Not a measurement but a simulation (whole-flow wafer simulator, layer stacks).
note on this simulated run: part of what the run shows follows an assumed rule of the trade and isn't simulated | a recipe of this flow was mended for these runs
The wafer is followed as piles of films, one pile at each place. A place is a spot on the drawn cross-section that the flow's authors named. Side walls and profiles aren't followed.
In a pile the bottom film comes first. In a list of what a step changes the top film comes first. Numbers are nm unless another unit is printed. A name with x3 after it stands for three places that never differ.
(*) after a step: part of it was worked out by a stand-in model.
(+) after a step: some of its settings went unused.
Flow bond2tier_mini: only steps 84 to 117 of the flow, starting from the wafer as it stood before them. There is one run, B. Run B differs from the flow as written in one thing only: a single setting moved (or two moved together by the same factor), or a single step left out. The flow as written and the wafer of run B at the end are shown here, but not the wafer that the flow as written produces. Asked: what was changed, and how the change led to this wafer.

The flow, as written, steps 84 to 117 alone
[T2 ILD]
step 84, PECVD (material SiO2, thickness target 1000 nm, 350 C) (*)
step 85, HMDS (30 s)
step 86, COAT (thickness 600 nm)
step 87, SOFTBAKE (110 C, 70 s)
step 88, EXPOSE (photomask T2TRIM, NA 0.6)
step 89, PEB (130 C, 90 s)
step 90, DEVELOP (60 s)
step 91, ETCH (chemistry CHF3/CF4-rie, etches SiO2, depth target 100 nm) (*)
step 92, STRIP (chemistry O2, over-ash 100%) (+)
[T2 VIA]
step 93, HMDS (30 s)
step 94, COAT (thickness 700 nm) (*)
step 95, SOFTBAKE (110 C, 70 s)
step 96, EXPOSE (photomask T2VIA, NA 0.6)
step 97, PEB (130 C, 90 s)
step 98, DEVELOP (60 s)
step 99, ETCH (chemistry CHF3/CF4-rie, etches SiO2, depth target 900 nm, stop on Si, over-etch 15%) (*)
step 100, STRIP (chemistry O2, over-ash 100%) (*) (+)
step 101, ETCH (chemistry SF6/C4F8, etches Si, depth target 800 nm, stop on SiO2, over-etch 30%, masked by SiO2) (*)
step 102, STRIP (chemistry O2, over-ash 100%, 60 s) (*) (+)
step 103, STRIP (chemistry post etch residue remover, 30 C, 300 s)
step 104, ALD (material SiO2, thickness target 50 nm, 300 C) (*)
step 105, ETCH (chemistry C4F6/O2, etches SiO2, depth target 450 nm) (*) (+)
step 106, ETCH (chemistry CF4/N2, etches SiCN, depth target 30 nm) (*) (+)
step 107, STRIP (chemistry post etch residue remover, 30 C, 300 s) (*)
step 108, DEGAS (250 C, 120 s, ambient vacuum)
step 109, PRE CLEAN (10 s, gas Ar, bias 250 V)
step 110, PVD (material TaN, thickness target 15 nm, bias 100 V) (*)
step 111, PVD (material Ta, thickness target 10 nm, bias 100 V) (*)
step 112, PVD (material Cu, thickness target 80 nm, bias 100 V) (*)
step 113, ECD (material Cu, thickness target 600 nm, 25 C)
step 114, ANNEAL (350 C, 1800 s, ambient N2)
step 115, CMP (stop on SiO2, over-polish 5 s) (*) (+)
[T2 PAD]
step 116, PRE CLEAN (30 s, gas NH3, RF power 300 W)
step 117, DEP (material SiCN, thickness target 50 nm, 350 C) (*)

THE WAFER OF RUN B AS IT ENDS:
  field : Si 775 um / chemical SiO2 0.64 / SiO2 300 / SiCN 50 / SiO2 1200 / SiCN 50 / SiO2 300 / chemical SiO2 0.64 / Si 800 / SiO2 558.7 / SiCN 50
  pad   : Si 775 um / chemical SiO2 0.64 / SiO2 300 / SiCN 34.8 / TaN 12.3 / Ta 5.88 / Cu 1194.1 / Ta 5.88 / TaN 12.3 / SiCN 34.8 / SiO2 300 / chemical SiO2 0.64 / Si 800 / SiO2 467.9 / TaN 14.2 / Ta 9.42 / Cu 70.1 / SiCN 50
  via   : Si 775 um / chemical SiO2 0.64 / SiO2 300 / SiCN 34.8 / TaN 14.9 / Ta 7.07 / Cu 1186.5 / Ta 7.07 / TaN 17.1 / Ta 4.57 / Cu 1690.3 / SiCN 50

Cause: step 109, PRE CLEAN: 6 s was run, though the flow has 10 s.

How this came from the change, step by step:
  step 109, PRE CLEAN (10 s, gas Ar, bias 250 V)
      field, pad: -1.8 SiO2 (in the flow as written it would be: -3 SiO2)
      via: -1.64 TaN (in the flow as written it would be: -3.19 TaN)
